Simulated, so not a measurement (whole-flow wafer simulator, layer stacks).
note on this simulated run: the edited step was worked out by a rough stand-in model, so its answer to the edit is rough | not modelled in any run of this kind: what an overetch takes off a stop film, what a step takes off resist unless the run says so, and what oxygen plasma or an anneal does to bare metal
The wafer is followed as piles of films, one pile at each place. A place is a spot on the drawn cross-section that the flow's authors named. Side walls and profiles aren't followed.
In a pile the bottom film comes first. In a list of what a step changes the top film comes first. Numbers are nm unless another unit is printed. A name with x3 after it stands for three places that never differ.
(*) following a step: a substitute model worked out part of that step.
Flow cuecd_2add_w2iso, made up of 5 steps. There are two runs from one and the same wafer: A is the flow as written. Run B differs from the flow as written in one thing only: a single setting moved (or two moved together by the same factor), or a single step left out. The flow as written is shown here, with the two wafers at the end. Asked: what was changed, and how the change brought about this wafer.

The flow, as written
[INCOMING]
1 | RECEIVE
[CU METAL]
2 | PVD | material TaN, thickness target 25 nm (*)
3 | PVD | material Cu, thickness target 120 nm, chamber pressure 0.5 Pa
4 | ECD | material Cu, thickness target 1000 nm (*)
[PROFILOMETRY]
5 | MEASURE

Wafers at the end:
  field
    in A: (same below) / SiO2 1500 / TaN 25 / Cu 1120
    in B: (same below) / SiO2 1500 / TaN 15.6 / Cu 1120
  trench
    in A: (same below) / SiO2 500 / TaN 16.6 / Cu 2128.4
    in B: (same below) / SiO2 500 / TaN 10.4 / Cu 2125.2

What caused this: step 2, PVD: thickness target 15.6 nm was run, while the flow as written has thickness target 25 nm.
The wafer lets one read it off: field has TaN 15.6, and step 2 as written asks for 25 nm.

The path from the change to this, step by step:
  2 | PVD | material TaN, thickness target 25 nm (*)
      field: A TaN gains 25 (new film) | B TaN gains 15.6 (new film)
      trench: A TaN gains 16.6 (new film) | B TaN gains 10.4 (new film)
